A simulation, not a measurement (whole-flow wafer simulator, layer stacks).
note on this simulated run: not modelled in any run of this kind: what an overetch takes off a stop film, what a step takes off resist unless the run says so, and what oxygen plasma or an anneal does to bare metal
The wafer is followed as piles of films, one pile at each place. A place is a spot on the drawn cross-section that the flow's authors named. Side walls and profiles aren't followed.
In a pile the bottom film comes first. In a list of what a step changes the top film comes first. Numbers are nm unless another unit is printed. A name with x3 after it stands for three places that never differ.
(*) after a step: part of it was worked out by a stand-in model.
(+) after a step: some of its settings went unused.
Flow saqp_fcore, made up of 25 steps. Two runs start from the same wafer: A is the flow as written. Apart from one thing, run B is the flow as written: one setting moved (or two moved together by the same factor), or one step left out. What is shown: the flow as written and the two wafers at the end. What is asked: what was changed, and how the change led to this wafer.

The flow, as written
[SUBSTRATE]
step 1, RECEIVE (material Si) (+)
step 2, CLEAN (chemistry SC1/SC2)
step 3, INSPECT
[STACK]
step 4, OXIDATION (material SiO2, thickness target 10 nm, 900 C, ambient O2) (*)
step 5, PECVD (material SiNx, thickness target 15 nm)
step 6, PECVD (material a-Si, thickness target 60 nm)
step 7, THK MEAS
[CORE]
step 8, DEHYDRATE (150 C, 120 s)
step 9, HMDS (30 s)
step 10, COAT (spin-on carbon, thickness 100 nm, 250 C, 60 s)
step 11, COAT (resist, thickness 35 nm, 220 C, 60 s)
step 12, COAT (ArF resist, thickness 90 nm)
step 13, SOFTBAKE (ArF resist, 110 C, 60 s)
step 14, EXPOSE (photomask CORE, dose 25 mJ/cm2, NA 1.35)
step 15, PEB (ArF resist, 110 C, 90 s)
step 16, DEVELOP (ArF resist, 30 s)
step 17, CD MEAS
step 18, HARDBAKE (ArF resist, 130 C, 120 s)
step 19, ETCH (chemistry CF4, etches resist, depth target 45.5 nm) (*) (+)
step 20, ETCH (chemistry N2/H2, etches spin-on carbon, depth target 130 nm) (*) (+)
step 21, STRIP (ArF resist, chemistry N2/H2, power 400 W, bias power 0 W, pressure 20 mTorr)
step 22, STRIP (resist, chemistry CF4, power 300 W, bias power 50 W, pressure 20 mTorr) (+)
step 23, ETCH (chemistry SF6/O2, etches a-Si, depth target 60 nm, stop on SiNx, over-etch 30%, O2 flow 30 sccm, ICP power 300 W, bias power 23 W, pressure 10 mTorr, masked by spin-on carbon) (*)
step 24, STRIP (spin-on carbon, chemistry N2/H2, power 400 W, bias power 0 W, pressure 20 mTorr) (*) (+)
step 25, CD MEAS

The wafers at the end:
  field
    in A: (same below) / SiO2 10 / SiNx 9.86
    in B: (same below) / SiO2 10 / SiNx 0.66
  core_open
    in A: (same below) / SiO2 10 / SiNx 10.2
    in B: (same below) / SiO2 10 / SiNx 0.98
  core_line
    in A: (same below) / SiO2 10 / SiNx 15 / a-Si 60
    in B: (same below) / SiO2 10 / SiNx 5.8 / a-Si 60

The reason: step 5, PECVD: thickness target 5.8 nm was run, while the flow as written has thickness target 15 nm.
One can read it off the wafer: core_line has SiNx 5.8, and step 5 as written asks for 15 nm.

Step by step, how the change led to this:
  step 5, PECVD (material SiNx, thickness target 15 nm)
      field, core_open, core_line: A SiNx gains 15 (new film) | B SiNx gains 5.8 (new film)
